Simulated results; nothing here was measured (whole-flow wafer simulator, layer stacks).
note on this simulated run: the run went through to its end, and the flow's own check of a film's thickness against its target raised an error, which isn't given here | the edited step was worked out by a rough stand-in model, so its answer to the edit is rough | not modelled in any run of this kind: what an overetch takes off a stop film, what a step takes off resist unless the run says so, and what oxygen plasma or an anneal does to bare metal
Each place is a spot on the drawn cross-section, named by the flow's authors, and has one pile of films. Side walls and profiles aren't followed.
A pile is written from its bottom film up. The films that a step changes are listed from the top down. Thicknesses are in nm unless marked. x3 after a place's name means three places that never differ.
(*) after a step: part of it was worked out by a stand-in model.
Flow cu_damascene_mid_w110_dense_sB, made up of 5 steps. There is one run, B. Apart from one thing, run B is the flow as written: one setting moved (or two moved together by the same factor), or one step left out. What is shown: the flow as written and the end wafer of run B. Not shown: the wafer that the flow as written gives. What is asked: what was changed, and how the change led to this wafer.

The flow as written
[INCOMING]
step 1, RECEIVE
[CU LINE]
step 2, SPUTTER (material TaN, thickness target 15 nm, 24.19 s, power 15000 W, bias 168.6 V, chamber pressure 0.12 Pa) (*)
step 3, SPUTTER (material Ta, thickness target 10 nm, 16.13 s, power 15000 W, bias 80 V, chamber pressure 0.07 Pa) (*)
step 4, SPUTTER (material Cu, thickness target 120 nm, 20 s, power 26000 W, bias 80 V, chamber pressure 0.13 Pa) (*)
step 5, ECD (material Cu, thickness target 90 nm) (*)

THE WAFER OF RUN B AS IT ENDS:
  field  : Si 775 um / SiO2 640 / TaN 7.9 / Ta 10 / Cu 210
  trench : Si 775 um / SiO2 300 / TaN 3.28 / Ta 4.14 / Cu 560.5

What caused this: step 2, SPUTTER: thickness target 7.9 nm was run, though the flow has thickness target 15 nm; step 2, SPUTTER: 12.7 s was run, where the flow has 24.19 s.
The wafer itself shows it: field has TaN 7.9, and step 2 as written asks for 15 nm.

The path from the change to this, step by step:
  step 2, SPUTTER (material TaN, thickness target 15 nm, 24.19 s, power 15000 W, bias 168.6 V, chamber pressure 0.12 Pa) (*)
      field: TaN gains 7.9 (new film) (it would be, as written: TaN gains 15 (new film))
      trench: TaN gains 3.28 (new film) (it would be, as written: TaN gains 6.23 (new film))
  step 4, SPUTTER (material Cu, thickness target 120 nm, 20 s, power 26000 W, bias 80 V, chamber pressure 0.13 Pa) (*)
      trench: Cu gains 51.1 (new film) (it would be, as written: Cu gains 49.9 (new film))
